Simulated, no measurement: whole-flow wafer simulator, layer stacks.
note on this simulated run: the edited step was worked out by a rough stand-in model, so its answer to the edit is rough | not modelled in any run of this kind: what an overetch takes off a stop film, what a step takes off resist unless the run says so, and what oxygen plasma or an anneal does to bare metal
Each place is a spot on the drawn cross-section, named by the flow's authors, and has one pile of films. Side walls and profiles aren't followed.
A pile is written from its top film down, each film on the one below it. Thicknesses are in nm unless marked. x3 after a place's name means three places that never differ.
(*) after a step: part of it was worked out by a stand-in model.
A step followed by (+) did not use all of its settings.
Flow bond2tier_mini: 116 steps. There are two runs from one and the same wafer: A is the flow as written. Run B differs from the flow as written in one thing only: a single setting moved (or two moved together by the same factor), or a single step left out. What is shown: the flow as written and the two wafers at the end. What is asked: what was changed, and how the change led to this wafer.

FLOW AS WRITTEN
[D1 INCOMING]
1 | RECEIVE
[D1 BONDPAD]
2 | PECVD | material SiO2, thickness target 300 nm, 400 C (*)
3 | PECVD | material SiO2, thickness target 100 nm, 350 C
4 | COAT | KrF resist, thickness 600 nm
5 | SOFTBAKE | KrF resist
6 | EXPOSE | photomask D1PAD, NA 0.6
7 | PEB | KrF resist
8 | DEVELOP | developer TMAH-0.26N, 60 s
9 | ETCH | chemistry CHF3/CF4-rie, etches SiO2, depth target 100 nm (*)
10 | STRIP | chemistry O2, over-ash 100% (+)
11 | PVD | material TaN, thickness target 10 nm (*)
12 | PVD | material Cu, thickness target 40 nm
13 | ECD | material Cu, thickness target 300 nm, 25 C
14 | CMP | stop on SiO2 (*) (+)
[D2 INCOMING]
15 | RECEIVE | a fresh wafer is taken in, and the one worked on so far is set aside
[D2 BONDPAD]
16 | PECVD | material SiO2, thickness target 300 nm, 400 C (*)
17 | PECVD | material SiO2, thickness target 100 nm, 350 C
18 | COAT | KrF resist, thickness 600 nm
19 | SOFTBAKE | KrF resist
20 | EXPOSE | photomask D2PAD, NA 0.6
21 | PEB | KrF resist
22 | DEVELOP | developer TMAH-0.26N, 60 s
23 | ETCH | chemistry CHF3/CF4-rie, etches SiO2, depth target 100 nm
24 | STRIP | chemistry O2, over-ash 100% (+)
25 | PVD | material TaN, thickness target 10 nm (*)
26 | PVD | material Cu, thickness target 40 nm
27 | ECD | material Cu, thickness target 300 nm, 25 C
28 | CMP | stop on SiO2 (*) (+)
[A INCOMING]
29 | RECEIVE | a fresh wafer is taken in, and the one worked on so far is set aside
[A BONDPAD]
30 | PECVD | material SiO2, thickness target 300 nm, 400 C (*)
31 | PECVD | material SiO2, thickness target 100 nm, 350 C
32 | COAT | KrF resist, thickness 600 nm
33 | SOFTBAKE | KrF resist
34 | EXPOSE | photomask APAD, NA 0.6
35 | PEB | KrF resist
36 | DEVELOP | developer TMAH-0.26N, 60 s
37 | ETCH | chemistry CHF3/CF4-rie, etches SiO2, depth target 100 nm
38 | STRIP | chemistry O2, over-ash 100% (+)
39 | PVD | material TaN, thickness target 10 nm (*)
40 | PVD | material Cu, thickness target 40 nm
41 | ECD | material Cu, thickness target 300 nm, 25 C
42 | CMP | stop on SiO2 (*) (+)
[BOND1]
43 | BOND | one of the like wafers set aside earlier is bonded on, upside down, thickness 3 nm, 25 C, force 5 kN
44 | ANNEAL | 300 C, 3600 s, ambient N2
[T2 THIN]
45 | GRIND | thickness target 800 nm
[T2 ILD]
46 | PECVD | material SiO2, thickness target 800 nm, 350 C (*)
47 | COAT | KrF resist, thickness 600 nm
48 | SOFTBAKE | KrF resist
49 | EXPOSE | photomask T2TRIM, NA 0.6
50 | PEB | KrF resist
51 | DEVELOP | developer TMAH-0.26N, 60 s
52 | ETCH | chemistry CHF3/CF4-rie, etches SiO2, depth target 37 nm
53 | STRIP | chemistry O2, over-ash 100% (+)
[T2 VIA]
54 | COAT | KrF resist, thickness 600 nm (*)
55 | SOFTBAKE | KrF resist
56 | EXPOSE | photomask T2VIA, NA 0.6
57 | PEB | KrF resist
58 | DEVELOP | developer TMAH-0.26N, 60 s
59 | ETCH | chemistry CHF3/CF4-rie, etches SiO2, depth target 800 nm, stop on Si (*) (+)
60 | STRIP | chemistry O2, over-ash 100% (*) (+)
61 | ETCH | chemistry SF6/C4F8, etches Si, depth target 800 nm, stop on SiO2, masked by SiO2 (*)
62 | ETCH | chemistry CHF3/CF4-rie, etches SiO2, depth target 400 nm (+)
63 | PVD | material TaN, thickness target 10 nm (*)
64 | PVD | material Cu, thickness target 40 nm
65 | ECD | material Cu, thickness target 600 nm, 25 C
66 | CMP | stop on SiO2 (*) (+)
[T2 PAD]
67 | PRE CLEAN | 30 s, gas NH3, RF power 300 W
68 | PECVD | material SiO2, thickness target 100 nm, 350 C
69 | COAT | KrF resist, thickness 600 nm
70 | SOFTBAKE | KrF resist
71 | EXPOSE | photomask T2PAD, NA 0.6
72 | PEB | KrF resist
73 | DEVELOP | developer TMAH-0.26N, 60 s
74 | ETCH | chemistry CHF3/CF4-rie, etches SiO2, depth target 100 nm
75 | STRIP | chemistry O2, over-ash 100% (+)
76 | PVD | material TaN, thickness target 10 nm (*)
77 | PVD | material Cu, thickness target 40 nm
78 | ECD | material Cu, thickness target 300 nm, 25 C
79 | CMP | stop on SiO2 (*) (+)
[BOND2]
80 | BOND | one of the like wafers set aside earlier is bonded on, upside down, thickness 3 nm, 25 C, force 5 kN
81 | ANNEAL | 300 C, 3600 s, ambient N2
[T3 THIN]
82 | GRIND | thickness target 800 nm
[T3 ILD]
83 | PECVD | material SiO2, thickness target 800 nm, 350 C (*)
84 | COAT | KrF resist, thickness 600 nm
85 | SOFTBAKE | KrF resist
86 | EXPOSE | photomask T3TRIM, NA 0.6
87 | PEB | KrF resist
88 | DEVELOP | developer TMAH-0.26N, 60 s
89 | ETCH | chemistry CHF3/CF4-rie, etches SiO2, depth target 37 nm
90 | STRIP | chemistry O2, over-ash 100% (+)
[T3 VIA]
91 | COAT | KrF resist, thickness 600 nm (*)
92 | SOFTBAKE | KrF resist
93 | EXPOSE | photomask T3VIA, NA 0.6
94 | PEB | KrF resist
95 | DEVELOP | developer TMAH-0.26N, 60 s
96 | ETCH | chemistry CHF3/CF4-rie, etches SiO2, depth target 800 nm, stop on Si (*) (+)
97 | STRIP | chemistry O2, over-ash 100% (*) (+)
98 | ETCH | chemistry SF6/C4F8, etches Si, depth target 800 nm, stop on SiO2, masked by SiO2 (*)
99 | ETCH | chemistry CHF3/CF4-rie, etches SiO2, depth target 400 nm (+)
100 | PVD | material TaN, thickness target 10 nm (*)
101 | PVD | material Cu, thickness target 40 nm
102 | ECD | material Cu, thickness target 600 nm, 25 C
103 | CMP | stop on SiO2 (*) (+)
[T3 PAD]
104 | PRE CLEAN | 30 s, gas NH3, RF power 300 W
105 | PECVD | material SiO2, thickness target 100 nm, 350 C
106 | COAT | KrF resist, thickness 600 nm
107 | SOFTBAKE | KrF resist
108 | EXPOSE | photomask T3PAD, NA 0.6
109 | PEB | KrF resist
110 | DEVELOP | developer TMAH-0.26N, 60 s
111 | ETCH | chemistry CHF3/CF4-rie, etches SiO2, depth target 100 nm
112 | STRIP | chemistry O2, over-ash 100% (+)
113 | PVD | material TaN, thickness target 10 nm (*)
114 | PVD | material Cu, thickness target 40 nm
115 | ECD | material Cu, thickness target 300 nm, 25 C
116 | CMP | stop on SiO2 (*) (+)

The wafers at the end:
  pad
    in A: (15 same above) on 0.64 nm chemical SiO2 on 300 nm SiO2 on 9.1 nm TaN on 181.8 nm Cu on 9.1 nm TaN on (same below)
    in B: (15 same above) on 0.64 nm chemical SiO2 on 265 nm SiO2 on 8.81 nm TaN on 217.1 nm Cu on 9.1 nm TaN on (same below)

What caused this: step 9, ETCH: depth target 135 nm was run, whereas the flow has depth target 100 nm.

The path from the change to this, step by step:
  9 | ETCH | chemistry CHF3/CF4-rie, etches SiO2, depth target 100 nm (*)
      pad, via: A SiO2 loses 100 | B SiO2 loses 135
      field: A KrF resist loses 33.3 | B KrF resist loses 45
  10 | STRIP | chemistry O2, over-ash 100% (+)
      field: A KrF resist loses 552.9 (all of it) | B KrF resist loses 541.3 (all of it)
  12 | PVD | material Cu, thickness target 40 nm
      pad: A Cu gains 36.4 (new film) | B Cu gains 35.2 (new film)
  13 | ECD | material Cu, thickness target 300 nm, 25 C
      pad: A Cu gains 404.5 | B Cu gains 441
      via: A Cu gains 400.2 | B Cu gains 435.4
  43 | BOND | one of the like wafers set aside earlier is bonded on, upside down, thickness 3 nm, 25 C, force 5 kN
      pad: A Si gains 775 um (new film), chemical SiO2 gains 0.64 (new film), SiO2 gains 300 (new film), TaN gains 9.1 (new film), Cu gains 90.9 | B Si gains 775 um (new film), chemical SiO2 gains 0.64 (new film), SiO2 gains 265 (new film), TaN gains 8.81 (new film), Cu gains 126.2
      via: A Si gains 775 um (new film), chemical SiO2 gains 0.64 (new film), SiO2 gains 300 (new film), TaN gains 9.97 (new film), Cu gains 90 | B Si gains 775 um (new film), chemical SiO2 gains 0.64 (new film), SiO2 gains 265 (new film), TaN gains 9.93 (new film), Cu gains 125.1
